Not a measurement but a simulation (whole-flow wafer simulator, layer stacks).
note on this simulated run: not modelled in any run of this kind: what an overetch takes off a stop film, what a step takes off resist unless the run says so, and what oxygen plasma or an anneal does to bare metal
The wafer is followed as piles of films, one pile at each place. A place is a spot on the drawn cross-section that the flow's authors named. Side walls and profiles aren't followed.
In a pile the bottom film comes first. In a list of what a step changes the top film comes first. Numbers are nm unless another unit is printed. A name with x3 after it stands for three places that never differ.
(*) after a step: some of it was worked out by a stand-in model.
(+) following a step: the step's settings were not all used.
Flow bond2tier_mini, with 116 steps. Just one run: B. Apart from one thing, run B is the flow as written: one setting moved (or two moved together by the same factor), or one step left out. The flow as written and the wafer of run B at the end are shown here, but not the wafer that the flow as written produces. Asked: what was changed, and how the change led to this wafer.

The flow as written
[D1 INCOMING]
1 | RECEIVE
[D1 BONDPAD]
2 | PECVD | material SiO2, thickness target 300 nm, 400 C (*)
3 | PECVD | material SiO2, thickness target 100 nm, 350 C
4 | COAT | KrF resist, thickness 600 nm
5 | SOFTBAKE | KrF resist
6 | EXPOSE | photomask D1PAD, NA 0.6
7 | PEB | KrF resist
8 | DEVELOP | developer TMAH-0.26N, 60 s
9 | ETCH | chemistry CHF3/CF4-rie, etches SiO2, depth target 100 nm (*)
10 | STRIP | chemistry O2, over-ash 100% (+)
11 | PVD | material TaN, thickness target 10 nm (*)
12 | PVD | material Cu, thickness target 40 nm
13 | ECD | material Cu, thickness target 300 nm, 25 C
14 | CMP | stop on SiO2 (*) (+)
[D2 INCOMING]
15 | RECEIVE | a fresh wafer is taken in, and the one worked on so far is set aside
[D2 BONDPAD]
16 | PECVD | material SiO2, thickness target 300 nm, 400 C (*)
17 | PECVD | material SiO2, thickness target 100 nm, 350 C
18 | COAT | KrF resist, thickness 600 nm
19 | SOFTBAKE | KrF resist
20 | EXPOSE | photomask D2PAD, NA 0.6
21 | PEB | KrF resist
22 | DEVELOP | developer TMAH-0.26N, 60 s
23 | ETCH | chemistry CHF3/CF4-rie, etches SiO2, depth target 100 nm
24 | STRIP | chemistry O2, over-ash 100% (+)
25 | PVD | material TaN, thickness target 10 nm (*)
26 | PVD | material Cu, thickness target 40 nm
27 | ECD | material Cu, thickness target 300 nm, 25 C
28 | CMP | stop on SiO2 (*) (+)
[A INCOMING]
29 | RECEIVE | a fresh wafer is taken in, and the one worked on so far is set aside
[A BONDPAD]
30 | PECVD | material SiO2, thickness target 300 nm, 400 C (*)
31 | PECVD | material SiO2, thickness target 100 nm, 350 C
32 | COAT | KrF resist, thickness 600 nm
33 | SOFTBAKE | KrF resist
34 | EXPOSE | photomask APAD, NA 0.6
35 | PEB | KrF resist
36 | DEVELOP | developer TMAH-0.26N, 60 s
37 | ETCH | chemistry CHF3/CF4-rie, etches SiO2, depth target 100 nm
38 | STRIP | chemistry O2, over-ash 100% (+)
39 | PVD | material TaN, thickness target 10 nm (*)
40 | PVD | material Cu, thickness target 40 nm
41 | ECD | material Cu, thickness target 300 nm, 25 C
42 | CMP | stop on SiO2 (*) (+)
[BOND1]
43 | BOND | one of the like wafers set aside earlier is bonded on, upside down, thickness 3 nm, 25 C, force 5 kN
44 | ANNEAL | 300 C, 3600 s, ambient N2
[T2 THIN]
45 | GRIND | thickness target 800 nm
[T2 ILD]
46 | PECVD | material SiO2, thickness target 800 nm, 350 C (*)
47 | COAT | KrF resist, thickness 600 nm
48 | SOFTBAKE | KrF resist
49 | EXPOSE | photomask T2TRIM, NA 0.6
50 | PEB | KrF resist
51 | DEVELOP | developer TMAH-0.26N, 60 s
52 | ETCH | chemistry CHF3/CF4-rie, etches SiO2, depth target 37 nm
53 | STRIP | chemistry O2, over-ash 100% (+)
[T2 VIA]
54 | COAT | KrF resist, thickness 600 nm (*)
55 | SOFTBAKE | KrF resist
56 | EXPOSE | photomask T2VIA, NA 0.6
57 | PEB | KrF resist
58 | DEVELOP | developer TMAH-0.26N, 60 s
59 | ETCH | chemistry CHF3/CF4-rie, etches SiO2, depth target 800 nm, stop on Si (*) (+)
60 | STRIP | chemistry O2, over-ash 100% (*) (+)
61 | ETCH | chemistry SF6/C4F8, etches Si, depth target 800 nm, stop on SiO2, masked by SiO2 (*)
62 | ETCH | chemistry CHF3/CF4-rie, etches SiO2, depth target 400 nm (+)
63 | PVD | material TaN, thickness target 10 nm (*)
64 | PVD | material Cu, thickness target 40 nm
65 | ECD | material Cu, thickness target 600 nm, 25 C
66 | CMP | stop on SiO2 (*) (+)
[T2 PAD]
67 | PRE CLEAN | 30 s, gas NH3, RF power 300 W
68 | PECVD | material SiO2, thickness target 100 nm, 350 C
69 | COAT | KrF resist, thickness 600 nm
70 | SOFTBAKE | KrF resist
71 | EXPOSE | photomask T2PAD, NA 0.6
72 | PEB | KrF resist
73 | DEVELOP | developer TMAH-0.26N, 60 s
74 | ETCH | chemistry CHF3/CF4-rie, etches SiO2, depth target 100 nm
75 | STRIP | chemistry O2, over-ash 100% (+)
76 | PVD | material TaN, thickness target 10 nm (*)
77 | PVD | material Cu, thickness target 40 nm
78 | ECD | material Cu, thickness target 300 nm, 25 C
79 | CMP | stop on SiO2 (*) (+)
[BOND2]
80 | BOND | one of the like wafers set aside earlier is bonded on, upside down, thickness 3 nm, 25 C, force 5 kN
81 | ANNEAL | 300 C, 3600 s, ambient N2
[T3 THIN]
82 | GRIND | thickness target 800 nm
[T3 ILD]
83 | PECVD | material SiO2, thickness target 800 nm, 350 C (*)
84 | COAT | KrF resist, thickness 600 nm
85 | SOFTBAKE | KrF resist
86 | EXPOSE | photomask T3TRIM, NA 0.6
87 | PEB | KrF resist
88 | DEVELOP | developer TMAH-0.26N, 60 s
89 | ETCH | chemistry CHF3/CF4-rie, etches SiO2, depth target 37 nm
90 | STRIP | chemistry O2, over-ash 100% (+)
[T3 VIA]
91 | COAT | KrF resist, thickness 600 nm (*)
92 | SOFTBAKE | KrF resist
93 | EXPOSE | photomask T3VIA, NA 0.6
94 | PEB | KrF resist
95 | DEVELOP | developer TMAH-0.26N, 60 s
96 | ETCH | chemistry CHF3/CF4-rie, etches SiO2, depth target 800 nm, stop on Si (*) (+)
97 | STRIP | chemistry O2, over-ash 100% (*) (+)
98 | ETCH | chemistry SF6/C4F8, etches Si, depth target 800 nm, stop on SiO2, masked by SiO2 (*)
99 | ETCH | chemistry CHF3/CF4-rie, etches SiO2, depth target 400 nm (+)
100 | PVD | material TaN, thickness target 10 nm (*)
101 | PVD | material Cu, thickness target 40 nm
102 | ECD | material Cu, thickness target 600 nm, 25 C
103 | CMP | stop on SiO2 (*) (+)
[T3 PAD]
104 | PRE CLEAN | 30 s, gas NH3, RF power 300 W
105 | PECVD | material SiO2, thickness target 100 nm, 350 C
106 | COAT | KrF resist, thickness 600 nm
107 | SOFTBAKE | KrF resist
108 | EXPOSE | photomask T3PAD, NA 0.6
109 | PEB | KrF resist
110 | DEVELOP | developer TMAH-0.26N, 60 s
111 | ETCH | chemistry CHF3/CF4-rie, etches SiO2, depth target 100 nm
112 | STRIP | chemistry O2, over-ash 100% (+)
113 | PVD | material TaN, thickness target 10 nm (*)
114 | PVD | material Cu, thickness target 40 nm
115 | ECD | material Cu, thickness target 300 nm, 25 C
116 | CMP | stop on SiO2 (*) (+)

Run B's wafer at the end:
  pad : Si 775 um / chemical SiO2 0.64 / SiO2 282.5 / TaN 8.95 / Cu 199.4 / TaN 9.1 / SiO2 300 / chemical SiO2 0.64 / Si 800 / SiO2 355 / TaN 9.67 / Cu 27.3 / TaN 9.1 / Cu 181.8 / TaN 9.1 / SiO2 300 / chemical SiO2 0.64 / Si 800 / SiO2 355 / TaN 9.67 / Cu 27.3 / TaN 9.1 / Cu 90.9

What caused this: step 37, ETCH: depth target 117.5 nm was run, whereas the flow has depth target 100 nm.

The path from the change to this, step by step:
  37 | ETCH | chemistry CHF3/CF4-rie, etches SiO2, depth target 100 nm
      pad, via: SiO2 loses 117.5 (as written it would have been: SiO2 loses 100)
      field: KrF resist loses 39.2 (as written it would have been: KrF resist loses 33.3)
  41 | ECD | material Cu, thickness target 300 nm, 25 C
      pad: Cu gains 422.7 (as written it would have been: Cu gains 404.5)
      via: Cu gains 417.8 (as written it would have been: Cu gains 400.2)
